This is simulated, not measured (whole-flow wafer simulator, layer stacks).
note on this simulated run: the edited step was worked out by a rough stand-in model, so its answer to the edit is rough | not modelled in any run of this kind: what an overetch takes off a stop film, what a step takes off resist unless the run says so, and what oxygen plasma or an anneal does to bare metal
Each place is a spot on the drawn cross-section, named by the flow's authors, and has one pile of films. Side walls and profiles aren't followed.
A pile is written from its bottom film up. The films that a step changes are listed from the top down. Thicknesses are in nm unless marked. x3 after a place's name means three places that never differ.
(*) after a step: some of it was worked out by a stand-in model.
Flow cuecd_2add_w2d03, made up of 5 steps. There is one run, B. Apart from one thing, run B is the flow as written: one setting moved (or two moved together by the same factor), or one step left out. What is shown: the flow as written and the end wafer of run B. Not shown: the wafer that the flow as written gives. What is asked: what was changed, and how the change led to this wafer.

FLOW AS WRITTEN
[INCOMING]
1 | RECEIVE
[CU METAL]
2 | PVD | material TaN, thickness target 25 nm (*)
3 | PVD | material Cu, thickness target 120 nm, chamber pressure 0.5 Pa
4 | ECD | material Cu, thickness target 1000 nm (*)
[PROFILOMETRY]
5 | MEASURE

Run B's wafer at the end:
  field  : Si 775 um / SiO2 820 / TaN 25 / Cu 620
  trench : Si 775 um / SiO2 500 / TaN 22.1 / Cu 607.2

Cause: step 4, ECD: thickness target 500 nm was run, while the flow as written has thickness target 1000 nm.

The path from the change to this, step by step:
  4 | ECD | material Cu, thickness target 1000 nm (*)
      field, trench: +500 Cu (in the flow as written it would be: +1000 Cu)
